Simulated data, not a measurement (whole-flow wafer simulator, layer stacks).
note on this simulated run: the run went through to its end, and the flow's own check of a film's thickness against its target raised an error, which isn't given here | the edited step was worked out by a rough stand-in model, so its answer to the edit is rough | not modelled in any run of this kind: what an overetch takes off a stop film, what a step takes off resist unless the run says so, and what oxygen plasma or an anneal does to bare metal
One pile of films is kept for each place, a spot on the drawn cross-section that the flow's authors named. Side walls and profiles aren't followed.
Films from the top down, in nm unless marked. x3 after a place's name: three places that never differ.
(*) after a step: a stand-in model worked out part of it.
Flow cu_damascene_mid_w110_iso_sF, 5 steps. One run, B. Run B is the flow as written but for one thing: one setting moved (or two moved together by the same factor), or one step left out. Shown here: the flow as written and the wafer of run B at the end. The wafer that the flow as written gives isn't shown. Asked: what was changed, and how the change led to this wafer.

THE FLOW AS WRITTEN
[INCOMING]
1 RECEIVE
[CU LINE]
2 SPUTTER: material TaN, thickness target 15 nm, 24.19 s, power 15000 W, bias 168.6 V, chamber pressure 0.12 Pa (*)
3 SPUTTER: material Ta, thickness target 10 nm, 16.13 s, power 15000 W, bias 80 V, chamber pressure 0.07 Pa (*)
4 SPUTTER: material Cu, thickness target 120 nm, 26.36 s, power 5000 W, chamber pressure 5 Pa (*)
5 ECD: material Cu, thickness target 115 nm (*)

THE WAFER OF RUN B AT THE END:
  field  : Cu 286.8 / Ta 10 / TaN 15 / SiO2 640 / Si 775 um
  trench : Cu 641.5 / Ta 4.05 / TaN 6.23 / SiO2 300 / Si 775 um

The cause: step 5, ECD: thickness target 166.8 nm was run, where the flow has thickness target 115 nm.

How the change led to this, step by step:
  5 ECD: material Cu, thickness target 115 nm (*)
      field: Cu +166.8 (as written it would be: Cu +115)
      trench: Cu +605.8 (as written it would be: Cu +554)
